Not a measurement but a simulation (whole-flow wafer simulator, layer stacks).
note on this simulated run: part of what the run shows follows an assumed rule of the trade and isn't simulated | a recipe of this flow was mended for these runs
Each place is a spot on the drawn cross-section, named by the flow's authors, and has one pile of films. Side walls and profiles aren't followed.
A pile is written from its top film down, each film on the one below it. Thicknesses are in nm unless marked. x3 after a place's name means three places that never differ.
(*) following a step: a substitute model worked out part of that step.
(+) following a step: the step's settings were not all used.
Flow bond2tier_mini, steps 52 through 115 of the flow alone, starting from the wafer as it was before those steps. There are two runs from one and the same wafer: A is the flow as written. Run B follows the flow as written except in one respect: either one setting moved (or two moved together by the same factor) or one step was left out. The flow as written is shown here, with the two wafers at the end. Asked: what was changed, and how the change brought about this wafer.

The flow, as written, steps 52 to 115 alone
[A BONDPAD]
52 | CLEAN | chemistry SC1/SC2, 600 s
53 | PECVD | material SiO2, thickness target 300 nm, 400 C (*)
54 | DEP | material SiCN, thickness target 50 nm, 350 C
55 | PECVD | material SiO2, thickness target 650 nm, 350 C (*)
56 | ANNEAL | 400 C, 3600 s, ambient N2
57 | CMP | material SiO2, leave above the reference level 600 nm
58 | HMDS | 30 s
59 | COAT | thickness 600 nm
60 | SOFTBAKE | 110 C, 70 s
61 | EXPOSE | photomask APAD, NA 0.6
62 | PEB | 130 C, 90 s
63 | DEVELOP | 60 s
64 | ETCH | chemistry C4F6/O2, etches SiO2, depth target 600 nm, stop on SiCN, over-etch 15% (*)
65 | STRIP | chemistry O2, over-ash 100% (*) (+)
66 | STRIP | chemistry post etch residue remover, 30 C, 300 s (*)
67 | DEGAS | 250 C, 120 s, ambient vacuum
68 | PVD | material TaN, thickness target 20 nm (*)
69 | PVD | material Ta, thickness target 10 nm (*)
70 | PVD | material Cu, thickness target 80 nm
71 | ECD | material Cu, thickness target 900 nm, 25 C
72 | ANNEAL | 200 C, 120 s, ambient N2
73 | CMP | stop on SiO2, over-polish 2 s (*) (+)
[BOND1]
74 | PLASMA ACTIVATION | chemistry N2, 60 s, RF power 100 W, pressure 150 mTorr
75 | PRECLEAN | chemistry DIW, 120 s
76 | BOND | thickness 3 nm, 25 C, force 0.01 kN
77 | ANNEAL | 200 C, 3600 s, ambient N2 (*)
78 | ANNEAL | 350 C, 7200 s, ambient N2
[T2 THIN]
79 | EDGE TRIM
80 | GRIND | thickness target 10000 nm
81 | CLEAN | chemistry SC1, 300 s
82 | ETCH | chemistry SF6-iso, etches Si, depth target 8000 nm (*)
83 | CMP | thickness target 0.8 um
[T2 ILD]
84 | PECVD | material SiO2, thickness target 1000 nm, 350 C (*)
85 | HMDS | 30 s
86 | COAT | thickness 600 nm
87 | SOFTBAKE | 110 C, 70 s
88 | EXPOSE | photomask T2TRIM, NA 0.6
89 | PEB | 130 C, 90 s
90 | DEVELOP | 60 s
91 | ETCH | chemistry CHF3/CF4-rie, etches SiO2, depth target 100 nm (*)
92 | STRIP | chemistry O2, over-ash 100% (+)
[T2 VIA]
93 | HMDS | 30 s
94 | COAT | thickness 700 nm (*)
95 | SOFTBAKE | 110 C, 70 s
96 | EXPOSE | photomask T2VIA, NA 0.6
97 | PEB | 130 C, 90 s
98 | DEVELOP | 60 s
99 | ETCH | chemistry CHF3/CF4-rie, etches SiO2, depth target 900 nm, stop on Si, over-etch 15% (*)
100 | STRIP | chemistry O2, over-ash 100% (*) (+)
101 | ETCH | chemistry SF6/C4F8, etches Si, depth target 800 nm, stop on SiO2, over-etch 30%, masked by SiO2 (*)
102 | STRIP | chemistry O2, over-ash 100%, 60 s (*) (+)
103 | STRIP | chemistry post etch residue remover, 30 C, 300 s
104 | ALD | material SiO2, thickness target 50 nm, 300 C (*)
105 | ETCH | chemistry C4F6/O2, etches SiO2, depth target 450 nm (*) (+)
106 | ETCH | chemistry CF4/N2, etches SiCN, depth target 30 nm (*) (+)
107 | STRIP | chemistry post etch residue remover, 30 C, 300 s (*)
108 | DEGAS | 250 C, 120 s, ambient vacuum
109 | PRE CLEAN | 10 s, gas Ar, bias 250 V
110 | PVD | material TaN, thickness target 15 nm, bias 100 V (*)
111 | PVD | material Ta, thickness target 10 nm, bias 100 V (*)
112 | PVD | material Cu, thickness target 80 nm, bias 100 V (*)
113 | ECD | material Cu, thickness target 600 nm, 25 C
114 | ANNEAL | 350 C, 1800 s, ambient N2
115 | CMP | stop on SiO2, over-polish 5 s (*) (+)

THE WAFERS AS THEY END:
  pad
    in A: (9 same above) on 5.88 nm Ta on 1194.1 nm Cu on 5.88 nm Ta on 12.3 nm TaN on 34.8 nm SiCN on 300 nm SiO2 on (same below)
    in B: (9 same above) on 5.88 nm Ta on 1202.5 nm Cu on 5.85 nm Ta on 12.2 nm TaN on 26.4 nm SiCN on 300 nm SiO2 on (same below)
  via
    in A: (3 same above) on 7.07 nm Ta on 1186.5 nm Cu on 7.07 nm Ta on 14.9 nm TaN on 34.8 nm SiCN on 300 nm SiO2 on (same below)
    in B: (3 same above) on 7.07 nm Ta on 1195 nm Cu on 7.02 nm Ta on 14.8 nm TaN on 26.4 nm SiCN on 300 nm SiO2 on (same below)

The reason: step 64, ETCH: depth target 643.2 nm was run, whereas the flow has depth target 600 nm.

How this came from the change, step by step:
  64 | ETCH | chemistry C4F6/O2, etches SiO2, depth target 600 nm, stop on SiCN, over-etch 15% (*)
      pad, via: A SiO2 loses 600 (all of it), SiCN loses 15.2 | B SiO2 loses 600 (all of it), SiCN loses 23.6
      field: A thick-KrF-resist loses 115 | B thick-KrF-resist loses 123.3
